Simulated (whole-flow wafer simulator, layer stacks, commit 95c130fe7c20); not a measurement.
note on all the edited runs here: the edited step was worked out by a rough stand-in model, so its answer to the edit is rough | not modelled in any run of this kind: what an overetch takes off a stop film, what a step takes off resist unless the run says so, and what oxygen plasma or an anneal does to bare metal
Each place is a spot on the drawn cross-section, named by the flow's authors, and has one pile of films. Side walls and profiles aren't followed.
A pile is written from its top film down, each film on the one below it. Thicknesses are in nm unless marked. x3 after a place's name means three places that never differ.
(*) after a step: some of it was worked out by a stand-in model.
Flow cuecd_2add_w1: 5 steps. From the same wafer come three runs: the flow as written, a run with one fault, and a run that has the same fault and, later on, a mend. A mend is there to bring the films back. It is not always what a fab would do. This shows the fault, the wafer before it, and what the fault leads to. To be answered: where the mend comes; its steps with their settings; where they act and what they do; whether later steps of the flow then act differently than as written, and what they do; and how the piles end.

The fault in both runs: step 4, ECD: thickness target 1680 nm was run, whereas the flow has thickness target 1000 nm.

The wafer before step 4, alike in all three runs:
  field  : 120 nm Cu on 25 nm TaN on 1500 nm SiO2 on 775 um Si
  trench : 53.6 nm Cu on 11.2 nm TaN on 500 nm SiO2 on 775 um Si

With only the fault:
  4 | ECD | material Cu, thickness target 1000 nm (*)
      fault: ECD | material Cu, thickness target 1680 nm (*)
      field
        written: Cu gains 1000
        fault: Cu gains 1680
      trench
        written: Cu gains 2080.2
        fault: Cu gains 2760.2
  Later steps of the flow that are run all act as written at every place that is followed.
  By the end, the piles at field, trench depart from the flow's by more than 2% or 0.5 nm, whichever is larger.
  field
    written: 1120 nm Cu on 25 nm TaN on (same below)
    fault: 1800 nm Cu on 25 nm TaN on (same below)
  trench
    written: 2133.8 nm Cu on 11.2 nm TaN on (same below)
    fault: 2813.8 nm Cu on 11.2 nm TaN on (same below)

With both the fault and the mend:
  The mend stands after step 5.
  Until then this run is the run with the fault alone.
  5a | ETCH | chemistry cu recess dil, depth target 680 nm
      field, trench
        Cu loses 680
  Later steps of the flow that are run all act as written at every place that is followed.
  At every place that both follow, the piles at the end match the flow's.
